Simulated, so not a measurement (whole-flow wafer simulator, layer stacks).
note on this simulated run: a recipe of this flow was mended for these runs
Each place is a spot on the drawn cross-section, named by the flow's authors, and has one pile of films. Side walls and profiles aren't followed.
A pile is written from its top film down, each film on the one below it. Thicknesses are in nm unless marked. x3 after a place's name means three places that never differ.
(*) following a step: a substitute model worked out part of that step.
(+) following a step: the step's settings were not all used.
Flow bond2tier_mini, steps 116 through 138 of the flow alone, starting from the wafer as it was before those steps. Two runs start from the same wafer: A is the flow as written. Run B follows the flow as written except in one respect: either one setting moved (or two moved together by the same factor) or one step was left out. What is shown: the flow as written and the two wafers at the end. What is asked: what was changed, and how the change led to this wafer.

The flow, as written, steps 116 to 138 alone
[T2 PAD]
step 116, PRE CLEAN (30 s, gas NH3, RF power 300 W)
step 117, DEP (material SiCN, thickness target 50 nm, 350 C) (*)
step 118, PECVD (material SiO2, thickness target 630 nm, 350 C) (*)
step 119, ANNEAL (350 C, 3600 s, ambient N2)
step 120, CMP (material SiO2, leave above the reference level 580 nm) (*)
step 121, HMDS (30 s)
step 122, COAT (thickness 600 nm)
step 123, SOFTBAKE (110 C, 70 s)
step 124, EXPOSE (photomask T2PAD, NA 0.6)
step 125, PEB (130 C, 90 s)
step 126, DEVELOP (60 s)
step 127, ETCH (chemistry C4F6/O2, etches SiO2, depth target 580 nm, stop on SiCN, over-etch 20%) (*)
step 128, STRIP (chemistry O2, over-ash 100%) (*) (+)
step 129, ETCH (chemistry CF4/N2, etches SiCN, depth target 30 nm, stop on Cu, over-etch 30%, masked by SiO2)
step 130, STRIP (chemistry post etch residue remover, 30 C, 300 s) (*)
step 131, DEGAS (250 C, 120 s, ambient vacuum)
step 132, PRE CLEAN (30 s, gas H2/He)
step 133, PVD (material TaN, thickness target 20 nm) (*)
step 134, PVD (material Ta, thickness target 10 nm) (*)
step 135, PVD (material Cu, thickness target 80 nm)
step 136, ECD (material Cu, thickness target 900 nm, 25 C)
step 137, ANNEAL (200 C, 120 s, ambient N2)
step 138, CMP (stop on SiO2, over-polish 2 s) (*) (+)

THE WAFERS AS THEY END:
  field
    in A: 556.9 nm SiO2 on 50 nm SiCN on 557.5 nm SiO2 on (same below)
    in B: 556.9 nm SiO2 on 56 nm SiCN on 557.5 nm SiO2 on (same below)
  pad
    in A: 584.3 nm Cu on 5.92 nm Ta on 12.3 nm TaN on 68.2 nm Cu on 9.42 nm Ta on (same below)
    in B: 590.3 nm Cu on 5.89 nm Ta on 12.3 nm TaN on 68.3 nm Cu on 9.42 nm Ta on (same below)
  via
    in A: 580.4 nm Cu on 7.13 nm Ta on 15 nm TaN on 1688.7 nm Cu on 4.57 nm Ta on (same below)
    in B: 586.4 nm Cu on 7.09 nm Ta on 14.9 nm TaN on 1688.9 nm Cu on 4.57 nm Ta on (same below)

The reason: step 117, DEP: thickness target 56 nm was run, whereas the flow has thickness target 50 nm.
The wafer itself shows it: field has SiCN 56, and step 117 as written asks for 50 nm.

Step by step, how the change led to this:
  step 117, DEP (material SiCN, thickness target 50 nm, 350 C) (*)
      field, pad, via: A +50 SiCN (new film) | B +56 SiCN (new film)
  step 129, ETCH (chemistry CF4/N2, etches SiCN, depth target 30 nm, stop on Cu, over-etch 30%, masked by SiO2)
      pad, via: A -30.4 SiCN (all of it), -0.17 Cu | B -36.4 SiCN (all of it), -0.05 Cu
